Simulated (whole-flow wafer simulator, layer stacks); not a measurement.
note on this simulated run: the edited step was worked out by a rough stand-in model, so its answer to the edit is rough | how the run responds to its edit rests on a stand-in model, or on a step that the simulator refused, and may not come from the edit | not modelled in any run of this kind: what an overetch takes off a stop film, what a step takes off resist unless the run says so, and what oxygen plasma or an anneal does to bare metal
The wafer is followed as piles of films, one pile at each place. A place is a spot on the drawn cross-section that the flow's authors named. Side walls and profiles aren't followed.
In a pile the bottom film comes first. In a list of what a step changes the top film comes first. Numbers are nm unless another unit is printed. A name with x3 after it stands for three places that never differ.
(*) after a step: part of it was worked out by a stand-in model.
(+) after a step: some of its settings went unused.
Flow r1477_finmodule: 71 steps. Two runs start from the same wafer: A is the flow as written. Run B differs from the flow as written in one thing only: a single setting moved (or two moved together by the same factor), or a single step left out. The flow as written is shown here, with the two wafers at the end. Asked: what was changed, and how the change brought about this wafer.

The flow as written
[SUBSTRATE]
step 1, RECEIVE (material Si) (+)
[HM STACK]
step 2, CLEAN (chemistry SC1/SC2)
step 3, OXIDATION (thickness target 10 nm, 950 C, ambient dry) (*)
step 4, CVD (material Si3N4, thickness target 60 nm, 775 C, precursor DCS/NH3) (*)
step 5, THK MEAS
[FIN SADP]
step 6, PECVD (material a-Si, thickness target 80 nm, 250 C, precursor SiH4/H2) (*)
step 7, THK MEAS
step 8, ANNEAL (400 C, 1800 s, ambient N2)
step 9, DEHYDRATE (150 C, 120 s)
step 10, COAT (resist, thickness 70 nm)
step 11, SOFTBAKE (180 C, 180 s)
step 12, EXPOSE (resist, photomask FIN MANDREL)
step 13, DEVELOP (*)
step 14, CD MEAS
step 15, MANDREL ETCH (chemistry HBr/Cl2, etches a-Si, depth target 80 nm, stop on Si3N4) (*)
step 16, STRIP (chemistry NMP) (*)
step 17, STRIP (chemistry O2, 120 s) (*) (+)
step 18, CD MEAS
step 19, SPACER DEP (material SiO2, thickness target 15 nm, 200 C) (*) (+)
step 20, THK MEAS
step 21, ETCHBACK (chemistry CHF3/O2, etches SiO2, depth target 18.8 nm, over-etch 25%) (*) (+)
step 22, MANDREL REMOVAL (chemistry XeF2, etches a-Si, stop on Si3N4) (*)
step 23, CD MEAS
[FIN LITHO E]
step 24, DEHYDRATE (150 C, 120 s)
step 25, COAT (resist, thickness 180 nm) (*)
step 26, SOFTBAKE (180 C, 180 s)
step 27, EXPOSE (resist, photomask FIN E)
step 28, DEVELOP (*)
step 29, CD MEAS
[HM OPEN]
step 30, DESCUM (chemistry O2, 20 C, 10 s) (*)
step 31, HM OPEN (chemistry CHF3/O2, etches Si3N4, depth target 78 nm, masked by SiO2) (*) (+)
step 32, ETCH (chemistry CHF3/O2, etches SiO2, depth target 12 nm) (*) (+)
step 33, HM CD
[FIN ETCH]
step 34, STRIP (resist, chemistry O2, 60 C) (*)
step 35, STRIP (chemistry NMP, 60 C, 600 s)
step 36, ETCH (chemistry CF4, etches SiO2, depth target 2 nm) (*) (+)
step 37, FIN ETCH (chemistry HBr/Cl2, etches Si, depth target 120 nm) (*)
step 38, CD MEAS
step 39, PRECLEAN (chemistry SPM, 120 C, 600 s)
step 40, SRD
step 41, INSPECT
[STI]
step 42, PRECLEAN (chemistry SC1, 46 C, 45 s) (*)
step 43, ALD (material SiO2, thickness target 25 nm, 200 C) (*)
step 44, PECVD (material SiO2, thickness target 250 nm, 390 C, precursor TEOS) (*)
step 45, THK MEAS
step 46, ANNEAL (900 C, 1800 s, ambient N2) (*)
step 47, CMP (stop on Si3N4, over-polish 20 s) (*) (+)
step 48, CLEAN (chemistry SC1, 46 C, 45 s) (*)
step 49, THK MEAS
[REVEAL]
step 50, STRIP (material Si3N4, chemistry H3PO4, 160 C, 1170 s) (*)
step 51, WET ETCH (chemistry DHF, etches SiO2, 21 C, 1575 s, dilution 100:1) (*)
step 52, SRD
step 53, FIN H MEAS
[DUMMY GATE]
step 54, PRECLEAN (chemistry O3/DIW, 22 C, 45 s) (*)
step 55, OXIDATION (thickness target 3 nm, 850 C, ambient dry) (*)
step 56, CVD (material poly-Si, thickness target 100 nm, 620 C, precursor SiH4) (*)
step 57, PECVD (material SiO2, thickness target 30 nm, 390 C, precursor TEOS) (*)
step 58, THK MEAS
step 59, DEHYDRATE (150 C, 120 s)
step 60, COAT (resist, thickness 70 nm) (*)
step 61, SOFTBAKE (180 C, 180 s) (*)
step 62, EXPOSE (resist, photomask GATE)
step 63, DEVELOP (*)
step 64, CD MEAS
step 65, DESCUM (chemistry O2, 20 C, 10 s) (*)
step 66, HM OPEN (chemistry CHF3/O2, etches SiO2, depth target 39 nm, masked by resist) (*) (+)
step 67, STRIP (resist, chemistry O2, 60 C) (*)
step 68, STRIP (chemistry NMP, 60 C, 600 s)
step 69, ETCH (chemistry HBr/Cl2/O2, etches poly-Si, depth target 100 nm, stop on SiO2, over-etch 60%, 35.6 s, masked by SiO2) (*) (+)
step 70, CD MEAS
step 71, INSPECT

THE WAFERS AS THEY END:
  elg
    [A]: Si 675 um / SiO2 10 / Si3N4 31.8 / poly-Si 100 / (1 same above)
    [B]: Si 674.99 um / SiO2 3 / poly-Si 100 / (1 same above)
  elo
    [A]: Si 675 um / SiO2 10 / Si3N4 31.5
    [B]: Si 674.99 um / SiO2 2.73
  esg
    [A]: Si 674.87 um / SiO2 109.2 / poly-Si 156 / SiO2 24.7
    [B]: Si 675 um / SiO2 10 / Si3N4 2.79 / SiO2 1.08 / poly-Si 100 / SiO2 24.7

The reason: step 4, CVD: thickness target 94.5 nm was run, though the flow has thickness target 60 nm.

Step by step, how the change led to this:
  step 4, CVD (material Si3N4, thickness target 60 nm, 775 C, precursor DCS/NH3) (*)
      pad, padg, elg and 33 more: A Si3N4 gains 60 (new film) | B Si3N4 gains 94.5 (new film)
  step 31, HM OPEN (chemistry CHF3/O2, etches Si3N4, depth target 78 nm, masked by SiO2) (*) (+)
      pad, padg, esg and 13 more: A Si3N4 loses 56.4 (all of it), SiO2 loses 10 (all of it) | B Si3N4 loses 78
      s40cg, s45cg, s50cg, s40co, s45co, s50co: A Si3N4 loses 60 (all of it), SiO2 loses 9 | B Si3N4 loses 78
  step 32, ETCH (chemistry CHF3/O2, etches SiO2, depth target 12 nm) (*) (+)
      pad, padg, e40sg and 11 more: A Si loses 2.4 | B Si3N4 loses 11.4
      esg, eso: A Si loses 1.77 | B Si3N4 loses 8.16
      (as well as at 6 more places)
  step 34, STRIP (resist, chemistry O2, 60 C) (*)
      pad, padg, esg and 19 more: A chemical SiO2 gains 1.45 (new film), Si loses 0.64 | B nothing
  step 36, ETCH (chemistry CF4, etches SiO2, depth target 2 nm) (*) (+)
      pad, padg, e40sg and 11 more: A chemical SiO2 loses 1.45 (all of it), Si loses 0.46 | B Si3N4 loses 1.45 (all of it), SiO2 loses 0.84
      esg, eso: A chemical SiO2 loses 1.45 (all of it), Si loses 0.46 | B Si3N4 loses 1.92
      (as well as at 6 more places)
  step 37, FIN ETCH (chemistry HBr/Cl2, etches Si, depth target 120 nm) (*)
      pad, padg, esg and 19 more: A Si loses 120 | B nothing
      elg, e40lg, e100lg, e200lg, elo, e40lo, e100lo, e200lo: A Si3N4 loses 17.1 | B nothing
      (as well as at 6 more places)
  step 39, PRECLEAN (chemistry SPM, 120 C, 600 s)
      pad, padg, esg and 19 more: A chemical SiO2 gains 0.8 (new film), Si loses 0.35 | B nothing
  step 43, ALD (material SiO2, thickness target 25 nm, 200 C) (*)
      pad, padg, e40sg and 11 more: A SiO2 gains 25 (new film) | B SiO2 gains 25
      s40cg, s40co: A SiO2 gains 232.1 (new film) | B SiO2 gains 138.1 (new film)
      (as well as at 5 more places)
  step 47, CMP (stop on Si3N4, over-polish 20 s) (*) (+)
      elg, e40lg, e100lg, e200lg, elo, e40lo, e100lo, e200lo: A SiO2 loses 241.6 | B SiO2 loses 263.8 (all of it), Si3N4 loses 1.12
      pad, padg, e40sg and 11 more: A SiO2 loses 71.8 | B SiO2 loses 175.6
      (as well as at 14 more places)
  step 50, STRIP (material Si3N4, chemistry H3PO4, 160 C, 1170 s) (*)
      elg, e40lg, e100lg, e200lg, elo, e40lo, e100lo, e200lo: A SiO2 loses 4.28 | B Si3N4 loses 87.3 (all of it), SiO2 loses 0.48
      s40sg_line, s45sg_line, s50sg_line, s40so_line, s45so_line, s50so_line: A Si3N4 loses 58.9 (all of it), SiO2 loses 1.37 | B Si3N4 loses 87.3 (all of it), SiO2 loses 0.48
  step 51, WET ETCH (chemistry DHF, etches SiO2, 21 C, 1575 s, dilution 100:1) (*)
      elg, e40lg, e100lg, e200lg, elo, e40lo, e100lo, e200lo: A SiO2 loses 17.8 (all of it), Si3N4 loses 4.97 | B SiO2 loses 9.52 (all of it)
      s40cg, s40co: A SiO2 loses 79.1 | B SiO2 loses 78.2 (all of it), Si3N4 loses 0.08
      (as well as at 25 more places)
  step 54, PRECLEAN (chemistry O3/DIW, 22 C, 45 s) (*)
      elg, e40lg, e100lg, e200lg, elo, e40lo, e100lo, e200lo: A nothing | B chemical SiO2 gains 0.84 (new film), Si loses 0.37
  step 55, OXIDATION (thickness target 3 nm, 850 C, ambient dry) (*)
      pad, padg, e40sg and 11 more: A SiO2 gains 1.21, chemical SiO2 loses 0.74 (all of it), Si loses 0.21 | B SiO2 gains 1.74, Si loses 0.77
      elg, e40lg, e100lg, e200lg, elo, e40lo, e100lo, e200lo: A nothing | B SiO2 gains 3 (new film), chemical SiO2 loses 0.84 (all of it), Si loses 0.95
      (as well as at 8 more places)
  step 56, CVD (material poly-Si, thickness target 100 nm, 620 C, precursor SiH4) (*)
      s40sg_line, s45sg_line, s50sg_line, s40so_line, s45so_line, s50so_line: A poly-Si gains 100 (new film) | B poly-Si gains 108.4 (new film)
      e40lg, e40lo: A poly-Si gains 100 (new film) | B poly-Si gains 107.9 (new film)
      (as well as at 10 more places)
  step 60, COAT (resist, thickness 70 nm) (*)
      s40sg_line, s45sg_line, s40so_line, s45so_line: A resist gains 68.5 (new film) | B resist gains 72.5 (new film)
      e40lg, e40lo: A resist gains 66.9 (new film) | B resist gains 70.3 (new film)
      (as well as at 27 more places)
  step 63, DEVELOP (*)
      s40so_line, s45so_line: A resist loses 68.5 (all of it) | B resist loses 72.5 (all of it)
      elo: A resist loses 66.9 (all of it) | B resist loses 71.7 (all of it)
      (as well as at 14 more places)
  ... 1 other step ...
  step 69, ETCH (chemistry HBr/Cl2/O2, etches poly-Si, depth target 100 nm, stop on SiO2, over-etch 60%, 35.6 s, masked by SiO2) (*) (+)
      elo: A chemical SiO2 loses 1.46 (all of it), poly-Si loses 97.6 (all of it), Si3N4 loses 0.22 | B chemical SiO2 loses 1.14 (all of it), poly-Si loses 106.2 (all of it), SiO2 loses 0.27
      e40lo: A chemical SiO2 loses 1.46 (all of it), poly-Si loses 97.6 (all of it), Si3N4 loses 0.22 | B chemical SiO2 loses 1.14 (all of it), poly-Si loses 105.6 (all of it), SiO2 loses 0.27
      (as well as at 7 more places)
